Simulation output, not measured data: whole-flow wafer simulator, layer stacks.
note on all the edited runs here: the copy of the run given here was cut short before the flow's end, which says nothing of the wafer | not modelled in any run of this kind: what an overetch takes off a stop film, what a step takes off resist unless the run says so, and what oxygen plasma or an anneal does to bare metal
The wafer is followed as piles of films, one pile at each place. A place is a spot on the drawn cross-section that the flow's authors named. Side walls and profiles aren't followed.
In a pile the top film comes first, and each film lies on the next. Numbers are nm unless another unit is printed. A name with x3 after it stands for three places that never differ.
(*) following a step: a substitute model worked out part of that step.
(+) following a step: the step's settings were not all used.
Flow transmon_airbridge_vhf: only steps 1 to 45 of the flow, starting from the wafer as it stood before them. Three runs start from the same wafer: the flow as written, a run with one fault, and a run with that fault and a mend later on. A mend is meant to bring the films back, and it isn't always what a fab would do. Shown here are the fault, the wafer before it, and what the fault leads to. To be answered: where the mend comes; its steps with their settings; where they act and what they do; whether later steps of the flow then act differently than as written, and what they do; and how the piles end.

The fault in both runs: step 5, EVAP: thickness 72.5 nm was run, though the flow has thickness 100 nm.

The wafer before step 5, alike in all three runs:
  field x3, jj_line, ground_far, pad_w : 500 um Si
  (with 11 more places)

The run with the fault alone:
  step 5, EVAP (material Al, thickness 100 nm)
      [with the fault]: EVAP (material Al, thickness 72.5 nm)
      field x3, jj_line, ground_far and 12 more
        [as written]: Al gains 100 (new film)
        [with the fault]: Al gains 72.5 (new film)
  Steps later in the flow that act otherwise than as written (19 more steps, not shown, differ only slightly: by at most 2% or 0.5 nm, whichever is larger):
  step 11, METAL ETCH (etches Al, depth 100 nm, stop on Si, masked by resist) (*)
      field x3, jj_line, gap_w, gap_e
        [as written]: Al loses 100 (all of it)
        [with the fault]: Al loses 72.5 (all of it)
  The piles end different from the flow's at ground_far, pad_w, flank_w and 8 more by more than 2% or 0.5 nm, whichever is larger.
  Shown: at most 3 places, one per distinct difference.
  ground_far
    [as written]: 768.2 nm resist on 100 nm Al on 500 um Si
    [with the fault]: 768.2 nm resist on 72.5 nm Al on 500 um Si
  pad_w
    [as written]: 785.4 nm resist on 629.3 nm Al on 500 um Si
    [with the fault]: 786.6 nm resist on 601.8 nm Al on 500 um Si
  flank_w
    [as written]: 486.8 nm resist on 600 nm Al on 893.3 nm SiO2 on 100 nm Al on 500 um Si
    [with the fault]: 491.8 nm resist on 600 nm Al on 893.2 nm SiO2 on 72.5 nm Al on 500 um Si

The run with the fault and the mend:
  The mend follows step 10.
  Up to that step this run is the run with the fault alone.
  step 10a, STRIP (i-line resist, 80 C, 600 s) (+)
      ground_far, pad_w, flank_w and 8 more
        i-line resist loses 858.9 (all of it)
  step 10b, EVAP (material Al, thickness 27.5 nm) (the flow's step 5 again, with other settings)
      field x3, jj_line, ground_far and 12 more
        Al gains 27.5
  step 10c, COAT (i-line resist, thickness 900 nm) (the flow's step 6 again)
      field x3, jj_line, ground_far and 12 more
        i-line resist gains 900 (new film)
  step 10d, SOFTBAKE (i-line resist, 90 C, 90 s) (the flow's step 7 again)
      alters no film at any place that is followed
  step 10e, EXPOSE (i-line resist, thickness 900 nm, photomask AB CPW, dose 155.4 mJ/cm2, NA 0.45, wavelength 365 nm) (*) (the flow's step 8 again)
      alters no film at any place that is followed
  step 10f, PEB (i-line resist, 110 C, 60 s) (the flow's step 9 again)
      field x3, jj_line, ground_far and 12 more
        i-line resist loses 41
  step 10g, DEVELOP (i-line resist, thickness 900 nm, developer developer-B, 60 s) (the flow's step 10 again)
      ground_far, pad_w, flank_w and 8 more
        i-line resist loses 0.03
      field x3, jj_line, gap_w, gap_e
        i-line resist loses 859 (all of it)
  Every later step of the flow that is run acts as written at every place that is followed.
  At every place that both follow, the piles at the end match the flow's.
